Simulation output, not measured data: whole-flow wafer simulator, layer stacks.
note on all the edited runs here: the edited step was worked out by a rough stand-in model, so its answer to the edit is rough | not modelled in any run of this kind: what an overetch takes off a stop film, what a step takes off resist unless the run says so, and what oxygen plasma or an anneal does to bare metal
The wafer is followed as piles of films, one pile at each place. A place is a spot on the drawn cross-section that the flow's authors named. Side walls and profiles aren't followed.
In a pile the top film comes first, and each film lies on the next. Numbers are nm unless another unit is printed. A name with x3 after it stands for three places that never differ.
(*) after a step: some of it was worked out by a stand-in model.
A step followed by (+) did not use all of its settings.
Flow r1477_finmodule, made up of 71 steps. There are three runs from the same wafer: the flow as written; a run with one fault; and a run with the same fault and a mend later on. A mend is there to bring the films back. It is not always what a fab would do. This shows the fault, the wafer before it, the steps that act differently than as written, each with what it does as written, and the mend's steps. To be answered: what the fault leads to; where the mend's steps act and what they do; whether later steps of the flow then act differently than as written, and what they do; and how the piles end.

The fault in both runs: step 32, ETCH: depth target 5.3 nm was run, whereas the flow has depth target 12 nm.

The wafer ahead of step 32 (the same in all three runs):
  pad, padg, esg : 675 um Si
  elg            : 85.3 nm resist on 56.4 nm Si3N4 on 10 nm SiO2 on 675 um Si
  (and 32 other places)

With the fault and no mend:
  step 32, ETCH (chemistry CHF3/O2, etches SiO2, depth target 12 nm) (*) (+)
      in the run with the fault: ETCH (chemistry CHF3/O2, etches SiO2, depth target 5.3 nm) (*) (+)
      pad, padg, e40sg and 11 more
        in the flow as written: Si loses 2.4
        in the run with the fault: Si loses 1.06
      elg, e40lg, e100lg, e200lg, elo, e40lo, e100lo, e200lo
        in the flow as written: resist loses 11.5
        in the run with the fault: resist loses 5.08
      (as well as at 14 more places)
  Later steps of the flow acting differently than as written (2 more steps, not shown, differ only slightly: by at most 2% or 0.5 nm, whichever is larger):
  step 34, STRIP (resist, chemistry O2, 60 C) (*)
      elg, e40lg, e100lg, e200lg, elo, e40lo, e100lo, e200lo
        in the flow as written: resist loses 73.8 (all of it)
        in the run with the fault: resist loses 80.2 (all of it)
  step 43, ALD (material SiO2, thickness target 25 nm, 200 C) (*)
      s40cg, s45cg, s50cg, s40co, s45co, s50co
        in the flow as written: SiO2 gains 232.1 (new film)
        in the run with the fault: SiO2 gains 237.4 (new film)
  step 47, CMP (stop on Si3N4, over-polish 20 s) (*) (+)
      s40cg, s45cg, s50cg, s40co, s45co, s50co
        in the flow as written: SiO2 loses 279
        in the run with the fault: SiO2 loses 285.7
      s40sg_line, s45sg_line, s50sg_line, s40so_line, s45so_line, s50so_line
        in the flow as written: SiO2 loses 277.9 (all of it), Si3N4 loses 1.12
        in the run with the fault: SiO2 loses 284.6 (all of it), Si3N4 loses 1.12
  At the end the piles are close to the flow's at the places that both follow, differing by at most 2% or 0.5 nm, whichever is larger.

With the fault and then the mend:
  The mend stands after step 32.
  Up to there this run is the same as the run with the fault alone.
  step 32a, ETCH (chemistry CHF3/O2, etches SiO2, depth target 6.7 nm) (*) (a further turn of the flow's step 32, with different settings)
      pad, padg, e40sg and 11 more
        Si loses 1.34
      elg, e40lg, e100lg, e200lg, elo, e40lo, e100lo, e200lo
        resist loses 6.42
      s40sg_line, s45sg_line, s50sg_line, s40so_line, s45so_line, s50so_line
        SiO2 loses 6.7
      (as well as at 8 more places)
  Later steps of the flow that are run all act as written at every place that is followed, up to a difference of at most 2% or 0.5 nm, whichever is larger.
  At the end the piles are close to the flow's at the places that both follow, differing by at most 2% or 0.5 nm, whichever is larger.
